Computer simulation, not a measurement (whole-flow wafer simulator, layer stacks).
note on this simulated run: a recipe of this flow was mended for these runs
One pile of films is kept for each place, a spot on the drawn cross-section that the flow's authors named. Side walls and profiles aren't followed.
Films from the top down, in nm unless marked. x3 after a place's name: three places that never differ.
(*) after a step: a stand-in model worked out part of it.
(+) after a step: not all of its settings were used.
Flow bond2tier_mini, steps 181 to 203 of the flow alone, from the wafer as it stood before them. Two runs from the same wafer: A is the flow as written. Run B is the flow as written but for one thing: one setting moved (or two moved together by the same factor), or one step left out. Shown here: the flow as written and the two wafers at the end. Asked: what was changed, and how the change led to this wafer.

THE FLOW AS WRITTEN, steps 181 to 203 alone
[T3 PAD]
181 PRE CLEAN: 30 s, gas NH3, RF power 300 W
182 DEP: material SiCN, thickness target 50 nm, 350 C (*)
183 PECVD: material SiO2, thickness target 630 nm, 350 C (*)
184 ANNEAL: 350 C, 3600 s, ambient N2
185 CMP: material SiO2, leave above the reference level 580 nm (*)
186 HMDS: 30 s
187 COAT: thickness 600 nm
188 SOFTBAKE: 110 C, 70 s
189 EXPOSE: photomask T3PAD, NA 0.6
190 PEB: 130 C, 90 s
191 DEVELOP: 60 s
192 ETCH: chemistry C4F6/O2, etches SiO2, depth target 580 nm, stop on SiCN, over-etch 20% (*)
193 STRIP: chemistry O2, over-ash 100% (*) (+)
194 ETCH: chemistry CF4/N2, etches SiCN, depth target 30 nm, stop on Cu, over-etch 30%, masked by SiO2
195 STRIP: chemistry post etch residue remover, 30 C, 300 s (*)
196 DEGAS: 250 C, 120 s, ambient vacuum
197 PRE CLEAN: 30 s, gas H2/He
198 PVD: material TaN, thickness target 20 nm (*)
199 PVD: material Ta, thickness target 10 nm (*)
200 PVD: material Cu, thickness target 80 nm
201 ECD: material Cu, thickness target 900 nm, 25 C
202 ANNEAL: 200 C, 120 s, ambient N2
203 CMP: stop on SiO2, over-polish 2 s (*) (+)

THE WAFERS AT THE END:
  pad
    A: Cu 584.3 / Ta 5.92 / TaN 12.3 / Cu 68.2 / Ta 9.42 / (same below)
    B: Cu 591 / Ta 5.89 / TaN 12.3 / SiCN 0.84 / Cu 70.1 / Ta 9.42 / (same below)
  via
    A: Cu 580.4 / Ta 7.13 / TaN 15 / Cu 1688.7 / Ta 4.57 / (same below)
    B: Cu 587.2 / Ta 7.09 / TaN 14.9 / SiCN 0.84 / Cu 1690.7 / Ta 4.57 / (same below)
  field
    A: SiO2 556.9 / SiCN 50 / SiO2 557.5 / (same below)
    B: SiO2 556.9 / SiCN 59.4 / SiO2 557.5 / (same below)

The cause: step 182, DEP: thickness target 59.4 nm was run, where the flow has thickness target 50 nm.
It can be read off the wafer: field has SiCN 59.4, and step 182 as written asks for 50 nm.

How the change led to this, step by step:
  182 DEP: material SiCN, thickness target 50 nm, 350 C (*)
      field, pad, via: A SiCN +50 (new film) | B SiCN +59.4 (new film)
  194 ETCH: chemistry CF4/N2, etches SiCN, depth target 30 nm, stop on Cu, over-etch 30%, masked by SiO2
      pad, via: A SiCN -30.4 (all of it), Cu -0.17 | B SiCN -39
  195 STRIP: chemistry post etch residue remover, 30 C, 300 s (*)
      pad, via: A Cu -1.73 | B nothing
Counting metal films that touch as one body, pad has 4 bodies (between them, from the top down: SiCN 0.84; SiO2 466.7 / Si 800 / chemical SiO2 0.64 / SiO2 300 / SiCN 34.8; SiO2 466.7 / Si 800 / chemical SiO2 0.64 / SiO2 300 / SiCN 34.8); the flow as written gives 3 bodies (between them, from the top down: SiO2 466.7 / Si 800 / chemical SiO2 0.64 / SiO2 300 / SiCN 34.8; SiO2 466.7 / Si 800 / chemical SiO2 0.64 / SiO2 300 / SiCN 34.8).
Counting metal films that touch as one body, via has 2 bodies (between them, from the top down: SiCN 0.84); the flow as written gives 1 body.
